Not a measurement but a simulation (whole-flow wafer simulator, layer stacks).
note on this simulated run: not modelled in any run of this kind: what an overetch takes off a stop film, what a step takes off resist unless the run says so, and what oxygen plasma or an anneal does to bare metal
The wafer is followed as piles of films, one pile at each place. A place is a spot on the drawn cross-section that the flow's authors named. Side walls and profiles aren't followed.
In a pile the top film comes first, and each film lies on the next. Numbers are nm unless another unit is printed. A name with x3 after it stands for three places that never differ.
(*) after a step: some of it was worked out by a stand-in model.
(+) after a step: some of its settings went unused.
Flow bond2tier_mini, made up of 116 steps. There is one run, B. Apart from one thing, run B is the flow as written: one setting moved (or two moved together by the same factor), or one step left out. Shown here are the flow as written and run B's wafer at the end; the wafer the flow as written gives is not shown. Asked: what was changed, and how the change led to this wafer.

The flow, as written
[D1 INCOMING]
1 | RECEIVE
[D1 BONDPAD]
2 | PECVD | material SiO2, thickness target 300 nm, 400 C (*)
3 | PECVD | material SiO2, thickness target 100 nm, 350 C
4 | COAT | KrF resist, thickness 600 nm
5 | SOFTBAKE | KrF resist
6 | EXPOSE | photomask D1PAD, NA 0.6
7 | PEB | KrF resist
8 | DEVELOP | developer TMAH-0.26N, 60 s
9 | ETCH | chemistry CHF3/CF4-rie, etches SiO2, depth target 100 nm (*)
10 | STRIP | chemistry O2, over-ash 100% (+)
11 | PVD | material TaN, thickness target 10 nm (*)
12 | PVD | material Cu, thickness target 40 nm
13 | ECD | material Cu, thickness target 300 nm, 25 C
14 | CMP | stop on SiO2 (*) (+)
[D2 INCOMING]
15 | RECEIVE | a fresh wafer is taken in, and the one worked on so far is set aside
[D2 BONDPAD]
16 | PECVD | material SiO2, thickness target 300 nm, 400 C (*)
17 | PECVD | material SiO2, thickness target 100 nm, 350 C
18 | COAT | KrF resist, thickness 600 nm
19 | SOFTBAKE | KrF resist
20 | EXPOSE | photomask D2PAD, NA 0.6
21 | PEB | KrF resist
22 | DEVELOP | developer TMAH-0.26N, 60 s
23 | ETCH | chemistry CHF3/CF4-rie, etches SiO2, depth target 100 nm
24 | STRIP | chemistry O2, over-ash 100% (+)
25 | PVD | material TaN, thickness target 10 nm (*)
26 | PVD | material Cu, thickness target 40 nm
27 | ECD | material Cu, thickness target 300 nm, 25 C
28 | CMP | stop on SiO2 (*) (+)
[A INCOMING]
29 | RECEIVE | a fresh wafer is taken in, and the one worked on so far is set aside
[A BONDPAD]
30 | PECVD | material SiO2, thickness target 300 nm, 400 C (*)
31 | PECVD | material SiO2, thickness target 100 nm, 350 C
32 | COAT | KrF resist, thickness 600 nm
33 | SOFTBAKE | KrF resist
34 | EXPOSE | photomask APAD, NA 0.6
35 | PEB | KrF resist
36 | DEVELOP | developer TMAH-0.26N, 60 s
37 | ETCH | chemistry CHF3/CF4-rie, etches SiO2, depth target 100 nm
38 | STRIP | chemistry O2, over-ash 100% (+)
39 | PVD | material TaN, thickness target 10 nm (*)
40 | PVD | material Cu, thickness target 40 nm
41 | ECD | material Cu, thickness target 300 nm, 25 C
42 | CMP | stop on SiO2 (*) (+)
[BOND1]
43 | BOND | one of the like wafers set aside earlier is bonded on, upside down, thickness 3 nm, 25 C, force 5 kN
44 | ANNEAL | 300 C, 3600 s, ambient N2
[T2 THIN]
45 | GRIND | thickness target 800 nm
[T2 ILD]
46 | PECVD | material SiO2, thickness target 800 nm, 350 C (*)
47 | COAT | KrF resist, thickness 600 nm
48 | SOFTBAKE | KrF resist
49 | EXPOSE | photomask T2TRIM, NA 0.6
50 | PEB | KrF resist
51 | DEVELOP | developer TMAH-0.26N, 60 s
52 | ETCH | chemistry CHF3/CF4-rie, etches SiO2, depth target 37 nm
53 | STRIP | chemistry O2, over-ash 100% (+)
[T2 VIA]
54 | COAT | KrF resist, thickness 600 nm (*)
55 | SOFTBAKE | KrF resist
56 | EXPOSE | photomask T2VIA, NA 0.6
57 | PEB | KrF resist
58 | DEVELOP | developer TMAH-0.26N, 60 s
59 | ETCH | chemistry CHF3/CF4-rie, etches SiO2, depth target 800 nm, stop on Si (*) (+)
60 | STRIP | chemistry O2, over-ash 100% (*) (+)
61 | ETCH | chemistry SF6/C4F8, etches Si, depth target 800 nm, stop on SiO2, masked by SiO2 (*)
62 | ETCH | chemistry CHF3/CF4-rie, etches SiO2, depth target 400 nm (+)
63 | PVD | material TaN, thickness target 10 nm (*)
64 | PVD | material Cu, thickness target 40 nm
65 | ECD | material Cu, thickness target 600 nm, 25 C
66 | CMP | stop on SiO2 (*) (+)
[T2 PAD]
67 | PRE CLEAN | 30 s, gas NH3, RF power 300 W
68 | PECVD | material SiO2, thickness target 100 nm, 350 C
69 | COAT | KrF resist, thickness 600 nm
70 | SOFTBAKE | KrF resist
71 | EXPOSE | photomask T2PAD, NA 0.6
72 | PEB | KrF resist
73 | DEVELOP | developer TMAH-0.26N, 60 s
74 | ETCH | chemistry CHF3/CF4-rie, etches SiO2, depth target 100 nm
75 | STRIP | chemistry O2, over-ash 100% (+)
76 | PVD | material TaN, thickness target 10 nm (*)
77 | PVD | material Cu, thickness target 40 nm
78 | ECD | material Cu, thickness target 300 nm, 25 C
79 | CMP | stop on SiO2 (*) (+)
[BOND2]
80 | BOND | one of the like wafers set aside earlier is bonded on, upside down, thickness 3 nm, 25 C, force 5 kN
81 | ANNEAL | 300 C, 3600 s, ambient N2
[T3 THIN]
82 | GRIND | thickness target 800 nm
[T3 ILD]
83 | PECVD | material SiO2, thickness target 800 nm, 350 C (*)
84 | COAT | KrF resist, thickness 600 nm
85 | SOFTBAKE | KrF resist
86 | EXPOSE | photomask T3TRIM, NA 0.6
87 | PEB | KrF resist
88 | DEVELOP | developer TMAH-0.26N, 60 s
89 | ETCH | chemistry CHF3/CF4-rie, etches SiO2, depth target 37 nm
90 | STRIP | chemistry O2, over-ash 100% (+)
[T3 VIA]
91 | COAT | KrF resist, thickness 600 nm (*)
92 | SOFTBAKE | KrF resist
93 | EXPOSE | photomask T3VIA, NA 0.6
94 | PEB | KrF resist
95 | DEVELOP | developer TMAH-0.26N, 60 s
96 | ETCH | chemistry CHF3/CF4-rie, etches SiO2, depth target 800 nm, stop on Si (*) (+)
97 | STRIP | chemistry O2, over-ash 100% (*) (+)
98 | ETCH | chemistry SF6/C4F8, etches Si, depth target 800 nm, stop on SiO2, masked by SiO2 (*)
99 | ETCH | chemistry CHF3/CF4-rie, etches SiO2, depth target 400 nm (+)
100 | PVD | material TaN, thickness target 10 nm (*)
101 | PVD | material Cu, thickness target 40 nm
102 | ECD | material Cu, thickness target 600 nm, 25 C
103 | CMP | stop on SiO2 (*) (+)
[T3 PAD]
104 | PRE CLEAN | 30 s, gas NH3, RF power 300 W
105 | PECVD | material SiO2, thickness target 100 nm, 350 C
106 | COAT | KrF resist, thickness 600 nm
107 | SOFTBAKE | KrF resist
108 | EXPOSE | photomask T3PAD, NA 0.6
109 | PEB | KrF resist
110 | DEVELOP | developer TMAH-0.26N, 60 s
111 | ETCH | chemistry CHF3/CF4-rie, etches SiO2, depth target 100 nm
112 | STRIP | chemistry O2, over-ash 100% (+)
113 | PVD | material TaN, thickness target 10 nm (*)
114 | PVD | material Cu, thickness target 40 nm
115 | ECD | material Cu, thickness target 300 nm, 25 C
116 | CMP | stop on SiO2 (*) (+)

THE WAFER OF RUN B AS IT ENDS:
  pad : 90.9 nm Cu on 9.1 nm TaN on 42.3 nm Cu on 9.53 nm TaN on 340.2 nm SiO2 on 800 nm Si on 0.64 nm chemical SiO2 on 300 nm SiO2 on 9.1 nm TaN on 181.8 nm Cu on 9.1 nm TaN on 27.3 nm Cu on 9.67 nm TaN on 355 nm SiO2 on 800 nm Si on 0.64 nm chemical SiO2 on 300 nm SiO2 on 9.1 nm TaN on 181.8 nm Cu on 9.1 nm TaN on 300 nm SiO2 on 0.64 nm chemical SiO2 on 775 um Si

The reason: step 88, DEVELOP: 84 s was run, whereas the flow has 60 s; step 89, ETCH: depth target 51.8 nm was run, where the flow has depth target 37 nm.

The path from the change to this, step by step:
  88 | DEVELOP | developer TMAH-0.26N, 60 s
      field: KrF resist loses 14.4 (it would be, as written: KrF resist loses 13.7)
  89 | ETCH | chemistry CHF3/CF4-rie, etches SiO2, depth target 37 nm
      field: KrF resist loses 17.3 (it would be, as written: KrF resist loses 12.3)
      pad: SiO2 loses 51.8 (it would be, as written: SiO2 loses 37)
  97 | STRIP | chemistry O2, over-ash 100% (*) (+)
      field: KrF resist loses 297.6 (all of it) (it would be, as written: KrF resist loses 303.9 (all of it))
  102 | ECD | material Cu, thickness target 600 nm, 25 C
      pad: Cu gains 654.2 (it would be, as written: Cu gains 638.7)
